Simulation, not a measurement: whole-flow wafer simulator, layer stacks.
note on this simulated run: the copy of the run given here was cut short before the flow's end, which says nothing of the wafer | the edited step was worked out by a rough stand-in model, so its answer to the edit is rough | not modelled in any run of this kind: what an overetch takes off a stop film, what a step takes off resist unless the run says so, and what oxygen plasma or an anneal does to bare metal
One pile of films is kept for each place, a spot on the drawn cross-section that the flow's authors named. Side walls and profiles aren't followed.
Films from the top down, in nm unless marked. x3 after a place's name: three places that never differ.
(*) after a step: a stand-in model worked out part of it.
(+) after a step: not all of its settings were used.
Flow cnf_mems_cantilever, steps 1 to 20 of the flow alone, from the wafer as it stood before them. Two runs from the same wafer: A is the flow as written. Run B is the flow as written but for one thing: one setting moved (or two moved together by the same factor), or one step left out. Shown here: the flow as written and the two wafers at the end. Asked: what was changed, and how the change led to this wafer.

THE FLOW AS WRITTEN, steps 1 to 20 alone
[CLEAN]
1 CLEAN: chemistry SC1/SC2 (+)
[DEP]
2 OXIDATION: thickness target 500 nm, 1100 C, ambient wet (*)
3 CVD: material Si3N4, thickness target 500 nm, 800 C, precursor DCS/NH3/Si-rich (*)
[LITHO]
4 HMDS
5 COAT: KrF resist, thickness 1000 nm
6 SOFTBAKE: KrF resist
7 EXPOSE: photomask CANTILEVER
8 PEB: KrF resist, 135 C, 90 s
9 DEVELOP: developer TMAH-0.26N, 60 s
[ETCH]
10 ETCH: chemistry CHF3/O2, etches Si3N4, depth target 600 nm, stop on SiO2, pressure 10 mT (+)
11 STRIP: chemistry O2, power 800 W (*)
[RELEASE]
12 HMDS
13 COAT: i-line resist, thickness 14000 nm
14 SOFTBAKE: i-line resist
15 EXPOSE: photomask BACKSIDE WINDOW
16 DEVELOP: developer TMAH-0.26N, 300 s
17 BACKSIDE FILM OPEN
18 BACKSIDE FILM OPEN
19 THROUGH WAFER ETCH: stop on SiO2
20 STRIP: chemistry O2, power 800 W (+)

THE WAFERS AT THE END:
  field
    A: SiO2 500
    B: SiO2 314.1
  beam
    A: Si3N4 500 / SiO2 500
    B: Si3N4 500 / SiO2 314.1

The cause: step 2, OXIDATION: 1018 C was run, where the flow has 1100 C.

How the change led to this, step by step:
  2 OXIDATION: thickness target 500 nm, 1100 C, ambient wet (*)
      field, beam: A SiO2 +500 (new film), chemical SiO2 -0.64 (all of it), Si -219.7 | B SiO2 +314.1 (new film), chemical SiO2 -0.64 (all of it), Si -137.9
  19 THROUGH WAFER ETCH: stop on SiO2
      field: A under 1 film: Si -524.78 um (all of it) | B under 1 film: Si -524.86 um (all of it)
      beam: A under 2 films: Si -524.78 um (all of it) | B under 2 films: Si -524.86 um (all of it)
